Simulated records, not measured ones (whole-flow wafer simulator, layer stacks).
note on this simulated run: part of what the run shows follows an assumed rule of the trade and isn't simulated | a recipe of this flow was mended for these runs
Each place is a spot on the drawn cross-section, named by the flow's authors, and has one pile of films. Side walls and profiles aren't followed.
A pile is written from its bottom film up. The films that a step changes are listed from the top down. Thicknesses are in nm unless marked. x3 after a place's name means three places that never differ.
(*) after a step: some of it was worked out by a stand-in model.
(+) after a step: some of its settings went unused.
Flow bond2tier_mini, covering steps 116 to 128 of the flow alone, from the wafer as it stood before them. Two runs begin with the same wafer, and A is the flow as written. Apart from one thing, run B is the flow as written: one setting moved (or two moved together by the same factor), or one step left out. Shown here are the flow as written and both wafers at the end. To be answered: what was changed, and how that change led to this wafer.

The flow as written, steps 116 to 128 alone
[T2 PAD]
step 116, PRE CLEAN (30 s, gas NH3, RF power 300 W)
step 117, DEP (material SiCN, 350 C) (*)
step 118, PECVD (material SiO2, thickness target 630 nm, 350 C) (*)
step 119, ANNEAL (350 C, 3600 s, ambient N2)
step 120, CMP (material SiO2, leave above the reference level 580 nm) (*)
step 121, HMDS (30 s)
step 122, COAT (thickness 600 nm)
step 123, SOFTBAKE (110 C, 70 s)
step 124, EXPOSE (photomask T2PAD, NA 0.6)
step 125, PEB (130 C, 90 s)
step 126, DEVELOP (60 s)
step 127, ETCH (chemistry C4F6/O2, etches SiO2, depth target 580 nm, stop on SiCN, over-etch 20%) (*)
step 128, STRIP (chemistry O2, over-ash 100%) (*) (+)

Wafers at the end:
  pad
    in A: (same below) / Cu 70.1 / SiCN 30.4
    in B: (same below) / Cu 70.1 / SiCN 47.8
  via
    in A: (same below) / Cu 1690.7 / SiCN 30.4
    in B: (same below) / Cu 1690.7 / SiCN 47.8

What caused this: step 127, ETCH: depth target 494.1 nm was run, while the flow as written has depth target 580 nm.

Step by step, how the change led to this:
  step 127, ETCH (chemistry C4F6/O2, etches SiO2, depth target 580 nm, stop on SiCN, over-etch 20%) (*)
      pad, via: A -580 SiO2 (all of it), -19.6 SiCN | B -580 SiO2 (all of it), -2.18 SiCN
      field: A -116 thick-KrF-resist | B -98.8 thick-KrF-resist
  step 128, STRIP (chemistry O2, over-ash 100%) (*) (+)
      field: A -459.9 thick-KrF-resist (all of it) | B -477.1 thick-KrF-resist (all of it)
